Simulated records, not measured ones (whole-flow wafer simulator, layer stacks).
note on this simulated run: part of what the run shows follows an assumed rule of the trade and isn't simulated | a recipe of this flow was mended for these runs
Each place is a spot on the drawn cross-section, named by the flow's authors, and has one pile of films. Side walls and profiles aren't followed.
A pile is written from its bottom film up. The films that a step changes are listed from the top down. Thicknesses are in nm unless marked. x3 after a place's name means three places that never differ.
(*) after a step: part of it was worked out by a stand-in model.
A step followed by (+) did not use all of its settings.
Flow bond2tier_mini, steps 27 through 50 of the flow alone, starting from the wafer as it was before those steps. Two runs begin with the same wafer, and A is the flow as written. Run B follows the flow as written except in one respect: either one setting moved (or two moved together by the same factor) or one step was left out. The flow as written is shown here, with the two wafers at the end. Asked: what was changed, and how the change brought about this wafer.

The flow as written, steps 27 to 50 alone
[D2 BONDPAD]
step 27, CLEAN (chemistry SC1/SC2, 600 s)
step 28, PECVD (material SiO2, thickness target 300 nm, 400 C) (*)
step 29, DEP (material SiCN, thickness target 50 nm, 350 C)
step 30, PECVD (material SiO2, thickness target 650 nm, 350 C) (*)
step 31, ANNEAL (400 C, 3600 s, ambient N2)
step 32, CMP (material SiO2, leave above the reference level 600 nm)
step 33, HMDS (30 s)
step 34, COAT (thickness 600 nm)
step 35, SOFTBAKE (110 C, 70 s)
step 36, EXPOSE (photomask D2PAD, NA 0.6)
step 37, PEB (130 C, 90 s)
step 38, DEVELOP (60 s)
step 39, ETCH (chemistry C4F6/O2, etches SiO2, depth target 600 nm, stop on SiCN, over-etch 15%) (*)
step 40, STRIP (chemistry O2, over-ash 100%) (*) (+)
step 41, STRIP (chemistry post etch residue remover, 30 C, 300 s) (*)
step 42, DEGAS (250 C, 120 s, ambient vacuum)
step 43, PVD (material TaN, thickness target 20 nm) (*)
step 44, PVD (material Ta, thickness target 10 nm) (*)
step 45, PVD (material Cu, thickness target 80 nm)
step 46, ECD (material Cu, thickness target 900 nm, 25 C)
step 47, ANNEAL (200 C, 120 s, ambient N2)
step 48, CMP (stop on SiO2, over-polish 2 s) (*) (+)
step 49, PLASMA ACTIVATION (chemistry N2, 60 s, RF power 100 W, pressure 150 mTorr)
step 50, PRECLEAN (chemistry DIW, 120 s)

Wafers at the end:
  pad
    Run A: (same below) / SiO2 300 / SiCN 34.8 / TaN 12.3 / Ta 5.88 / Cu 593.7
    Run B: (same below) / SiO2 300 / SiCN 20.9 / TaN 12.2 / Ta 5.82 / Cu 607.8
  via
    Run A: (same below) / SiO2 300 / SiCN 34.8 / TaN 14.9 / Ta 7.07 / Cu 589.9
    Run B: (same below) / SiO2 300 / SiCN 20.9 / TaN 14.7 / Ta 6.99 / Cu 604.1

The reason: step 39, ETCH: depth target 672 nm was run, whereas the flow has depth target 600 nm.

The path from the change to this, step by step:
  step 39, ETCH (chemistry C4F6/O2, etches SiO2, depth target 600 nm, stop on SiCN, over-etch 15%) (*)
      pad, via: A SiO2 loses 600 (all of it), SiCN loses 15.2 | B SiO2 loses 600 (all of it), SiCN loses 29.1
      field: A thick-KrF-resist loses 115 | B thick-KrF-resist loses 128.8
  step 40, STRIP (chemistry O2, over-ash 100%) (*) (+)
      field: A thick-KrF-resist loses 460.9 (all of it) | B thick-KrF-resist loses 447.1 (all of it)
